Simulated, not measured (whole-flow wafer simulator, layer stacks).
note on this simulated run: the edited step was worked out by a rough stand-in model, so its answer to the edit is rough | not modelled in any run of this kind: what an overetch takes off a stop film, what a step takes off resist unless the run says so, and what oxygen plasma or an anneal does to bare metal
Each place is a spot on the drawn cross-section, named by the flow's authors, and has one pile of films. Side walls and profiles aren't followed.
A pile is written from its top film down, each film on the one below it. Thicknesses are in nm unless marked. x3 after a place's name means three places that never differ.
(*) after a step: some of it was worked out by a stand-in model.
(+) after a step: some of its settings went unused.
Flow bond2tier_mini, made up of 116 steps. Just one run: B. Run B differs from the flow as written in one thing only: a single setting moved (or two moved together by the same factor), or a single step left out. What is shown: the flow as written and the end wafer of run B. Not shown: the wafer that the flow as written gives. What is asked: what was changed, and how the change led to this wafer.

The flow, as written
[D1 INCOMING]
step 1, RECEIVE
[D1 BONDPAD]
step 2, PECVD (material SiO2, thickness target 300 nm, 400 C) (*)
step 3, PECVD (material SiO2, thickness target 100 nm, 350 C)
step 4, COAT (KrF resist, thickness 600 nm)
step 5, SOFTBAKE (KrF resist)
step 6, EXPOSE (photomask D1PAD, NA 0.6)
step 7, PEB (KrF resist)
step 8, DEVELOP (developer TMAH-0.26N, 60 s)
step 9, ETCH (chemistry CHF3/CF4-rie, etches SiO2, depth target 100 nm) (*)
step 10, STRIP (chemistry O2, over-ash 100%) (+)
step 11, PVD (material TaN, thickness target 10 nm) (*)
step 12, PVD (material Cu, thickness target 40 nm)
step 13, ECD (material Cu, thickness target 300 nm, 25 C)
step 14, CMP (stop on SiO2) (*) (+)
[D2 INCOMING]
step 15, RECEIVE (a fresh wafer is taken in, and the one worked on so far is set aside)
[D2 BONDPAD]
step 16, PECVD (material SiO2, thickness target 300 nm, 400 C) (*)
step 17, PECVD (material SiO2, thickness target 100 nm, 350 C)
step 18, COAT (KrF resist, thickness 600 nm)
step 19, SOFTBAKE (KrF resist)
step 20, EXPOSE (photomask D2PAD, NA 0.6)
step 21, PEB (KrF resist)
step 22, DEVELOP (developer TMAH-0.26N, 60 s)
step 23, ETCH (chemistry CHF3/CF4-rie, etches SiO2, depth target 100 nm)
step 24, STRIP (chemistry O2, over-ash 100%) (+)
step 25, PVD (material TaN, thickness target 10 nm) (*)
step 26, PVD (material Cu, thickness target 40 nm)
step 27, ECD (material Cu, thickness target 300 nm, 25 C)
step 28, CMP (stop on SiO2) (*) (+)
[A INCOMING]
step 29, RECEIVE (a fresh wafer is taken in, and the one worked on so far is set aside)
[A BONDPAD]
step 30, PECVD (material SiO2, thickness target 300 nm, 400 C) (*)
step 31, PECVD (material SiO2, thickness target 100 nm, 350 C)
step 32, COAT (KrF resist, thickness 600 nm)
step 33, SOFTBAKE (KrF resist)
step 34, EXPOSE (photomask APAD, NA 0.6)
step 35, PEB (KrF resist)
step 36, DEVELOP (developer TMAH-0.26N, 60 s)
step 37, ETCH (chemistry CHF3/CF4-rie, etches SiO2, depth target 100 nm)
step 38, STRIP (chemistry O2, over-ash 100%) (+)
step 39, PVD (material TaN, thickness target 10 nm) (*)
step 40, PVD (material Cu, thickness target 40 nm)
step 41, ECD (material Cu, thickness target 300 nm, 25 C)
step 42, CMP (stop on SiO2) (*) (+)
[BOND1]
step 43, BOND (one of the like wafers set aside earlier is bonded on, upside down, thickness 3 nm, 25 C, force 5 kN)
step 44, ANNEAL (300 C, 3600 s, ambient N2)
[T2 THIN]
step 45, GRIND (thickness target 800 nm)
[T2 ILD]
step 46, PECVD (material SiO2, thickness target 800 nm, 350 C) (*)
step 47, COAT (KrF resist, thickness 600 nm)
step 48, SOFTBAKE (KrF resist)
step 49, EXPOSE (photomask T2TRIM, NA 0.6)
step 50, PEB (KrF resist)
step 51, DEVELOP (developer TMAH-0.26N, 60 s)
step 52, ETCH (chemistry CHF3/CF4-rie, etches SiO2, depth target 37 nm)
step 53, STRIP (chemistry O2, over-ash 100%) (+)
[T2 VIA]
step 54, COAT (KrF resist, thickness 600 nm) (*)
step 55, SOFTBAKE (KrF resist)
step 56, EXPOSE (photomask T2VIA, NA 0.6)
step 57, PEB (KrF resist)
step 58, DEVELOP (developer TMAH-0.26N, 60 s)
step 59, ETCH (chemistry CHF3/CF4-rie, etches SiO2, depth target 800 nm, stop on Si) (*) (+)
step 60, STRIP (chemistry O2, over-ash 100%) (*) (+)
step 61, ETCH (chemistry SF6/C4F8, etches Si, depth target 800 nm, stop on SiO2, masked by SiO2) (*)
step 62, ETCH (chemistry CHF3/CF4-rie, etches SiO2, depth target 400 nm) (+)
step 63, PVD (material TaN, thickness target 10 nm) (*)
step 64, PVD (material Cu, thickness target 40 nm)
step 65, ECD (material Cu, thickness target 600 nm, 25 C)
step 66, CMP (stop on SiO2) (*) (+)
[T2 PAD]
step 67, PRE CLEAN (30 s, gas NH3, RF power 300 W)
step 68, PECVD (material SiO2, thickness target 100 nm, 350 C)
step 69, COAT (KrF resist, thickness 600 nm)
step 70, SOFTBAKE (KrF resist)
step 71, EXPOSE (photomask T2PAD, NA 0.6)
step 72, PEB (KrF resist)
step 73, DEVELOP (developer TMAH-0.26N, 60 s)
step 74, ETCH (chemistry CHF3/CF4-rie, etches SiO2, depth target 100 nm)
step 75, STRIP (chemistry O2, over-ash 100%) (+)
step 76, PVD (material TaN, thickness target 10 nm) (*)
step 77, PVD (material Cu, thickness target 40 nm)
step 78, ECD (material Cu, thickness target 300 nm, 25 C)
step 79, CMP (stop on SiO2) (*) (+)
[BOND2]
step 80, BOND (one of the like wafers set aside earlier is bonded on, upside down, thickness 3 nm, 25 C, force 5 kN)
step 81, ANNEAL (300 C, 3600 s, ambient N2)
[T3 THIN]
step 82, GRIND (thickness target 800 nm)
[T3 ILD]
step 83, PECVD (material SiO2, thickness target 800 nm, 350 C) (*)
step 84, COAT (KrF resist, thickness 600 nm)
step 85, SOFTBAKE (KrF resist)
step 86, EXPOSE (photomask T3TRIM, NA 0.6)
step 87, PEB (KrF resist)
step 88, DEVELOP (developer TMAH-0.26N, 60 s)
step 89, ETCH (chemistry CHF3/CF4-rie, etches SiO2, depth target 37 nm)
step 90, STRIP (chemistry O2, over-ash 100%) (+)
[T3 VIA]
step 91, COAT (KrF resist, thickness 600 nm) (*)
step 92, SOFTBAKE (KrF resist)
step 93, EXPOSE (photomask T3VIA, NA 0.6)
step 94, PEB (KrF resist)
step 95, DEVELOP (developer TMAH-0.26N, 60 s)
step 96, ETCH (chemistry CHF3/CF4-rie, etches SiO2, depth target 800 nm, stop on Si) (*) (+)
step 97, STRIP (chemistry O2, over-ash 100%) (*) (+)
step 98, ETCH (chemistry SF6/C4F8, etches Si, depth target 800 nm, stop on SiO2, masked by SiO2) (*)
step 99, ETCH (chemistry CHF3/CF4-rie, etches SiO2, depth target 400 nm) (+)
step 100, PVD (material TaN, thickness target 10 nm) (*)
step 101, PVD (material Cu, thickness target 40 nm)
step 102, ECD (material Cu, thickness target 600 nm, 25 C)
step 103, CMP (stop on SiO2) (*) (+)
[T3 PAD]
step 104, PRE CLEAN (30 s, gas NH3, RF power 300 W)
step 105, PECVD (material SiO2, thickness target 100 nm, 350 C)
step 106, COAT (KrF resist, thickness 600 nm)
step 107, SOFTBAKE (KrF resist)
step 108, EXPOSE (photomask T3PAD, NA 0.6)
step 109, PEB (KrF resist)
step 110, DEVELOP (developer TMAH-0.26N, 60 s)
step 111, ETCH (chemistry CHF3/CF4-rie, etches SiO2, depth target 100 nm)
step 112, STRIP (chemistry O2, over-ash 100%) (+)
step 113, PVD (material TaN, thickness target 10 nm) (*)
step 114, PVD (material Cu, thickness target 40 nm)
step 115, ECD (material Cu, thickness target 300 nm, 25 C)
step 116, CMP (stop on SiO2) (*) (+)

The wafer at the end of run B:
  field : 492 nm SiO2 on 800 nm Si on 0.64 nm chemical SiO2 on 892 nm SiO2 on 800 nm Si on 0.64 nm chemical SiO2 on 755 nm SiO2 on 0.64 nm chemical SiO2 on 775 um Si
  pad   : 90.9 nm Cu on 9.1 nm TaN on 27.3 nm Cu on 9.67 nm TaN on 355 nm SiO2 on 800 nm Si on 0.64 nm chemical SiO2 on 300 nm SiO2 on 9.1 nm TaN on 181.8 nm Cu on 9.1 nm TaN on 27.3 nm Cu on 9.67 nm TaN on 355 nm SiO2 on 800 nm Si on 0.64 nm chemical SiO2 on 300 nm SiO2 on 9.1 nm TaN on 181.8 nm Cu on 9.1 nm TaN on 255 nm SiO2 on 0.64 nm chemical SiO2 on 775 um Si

What caused this: step 30, PECVD: thickness target 255 nm was run, though the flow has thickness target 300 nm.
The wafer lets one read it off: pad has SiO2 255, and step 30 as written asks for 300 nm.

Step by step, how the change led to this:
  step 30, PECVD (material SiO2, thickness target 300 nm, 400 C) (*)
      field, pad, via: SiO2 gains 255 (new film) (in the flow as written it would be: SiO2 gains 300 (new film))
